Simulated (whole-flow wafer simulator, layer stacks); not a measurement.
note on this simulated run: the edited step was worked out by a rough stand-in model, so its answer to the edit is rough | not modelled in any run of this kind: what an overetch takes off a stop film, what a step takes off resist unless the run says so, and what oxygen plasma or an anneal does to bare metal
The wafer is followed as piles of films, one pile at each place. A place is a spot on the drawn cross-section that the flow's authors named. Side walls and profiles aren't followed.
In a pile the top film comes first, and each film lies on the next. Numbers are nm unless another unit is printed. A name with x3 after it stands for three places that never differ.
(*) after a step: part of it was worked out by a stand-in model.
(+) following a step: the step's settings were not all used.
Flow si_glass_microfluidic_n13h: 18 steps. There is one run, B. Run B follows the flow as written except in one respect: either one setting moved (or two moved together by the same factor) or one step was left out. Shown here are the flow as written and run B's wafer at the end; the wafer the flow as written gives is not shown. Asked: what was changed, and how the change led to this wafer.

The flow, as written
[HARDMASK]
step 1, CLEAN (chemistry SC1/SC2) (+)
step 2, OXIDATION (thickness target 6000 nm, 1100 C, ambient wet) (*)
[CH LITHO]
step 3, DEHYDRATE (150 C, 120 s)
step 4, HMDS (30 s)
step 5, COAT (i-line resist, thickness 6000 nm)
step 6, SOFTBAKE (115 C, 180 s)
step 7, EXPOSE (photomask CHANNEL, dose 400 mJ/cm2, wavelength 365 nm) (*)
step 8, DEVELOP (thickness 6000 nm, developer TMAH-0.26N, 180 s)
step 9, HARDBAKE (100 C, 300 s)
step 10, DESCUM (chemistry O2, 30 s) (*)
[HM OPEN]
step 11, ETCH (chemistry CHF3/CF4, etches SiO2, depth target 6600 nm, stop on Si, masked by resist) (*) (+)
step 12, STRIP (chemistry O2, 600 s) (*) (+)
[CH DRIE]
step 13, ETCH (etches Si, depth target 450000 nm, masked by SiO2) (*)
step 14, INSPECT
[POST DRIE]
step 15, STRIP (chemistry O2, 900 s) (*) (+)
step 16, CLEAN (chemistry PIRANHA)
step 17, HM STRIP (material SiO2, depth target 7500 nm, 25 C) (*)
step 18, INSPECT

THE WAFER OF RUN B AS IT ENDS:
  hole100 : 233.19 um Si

The reason: step 13, ETCH: depth target 303800 nm was run, while the flow as written has depth target 450000 nm.

Step by step, how the change led to this:
  step 13, ETCH (etches Si, depth target 450000 nm, masked by SiO2) (*)
      land: -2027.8 SiO2 (it would be, as written: -3004.3 SiO2)
      hole100: -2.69 chemical SiO2 (all of it), -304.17 um Si (it would be, as written: -2.69 chemical SiO2 (all of it), -450.64 um Si)
  step 17, HM STRIP (material SiO2, depth target 7500 nm, 25 C) (*)
      land: -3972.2 SiO2 (all of it) (it would be, as written: -2995.7 SiO2 (all of it))
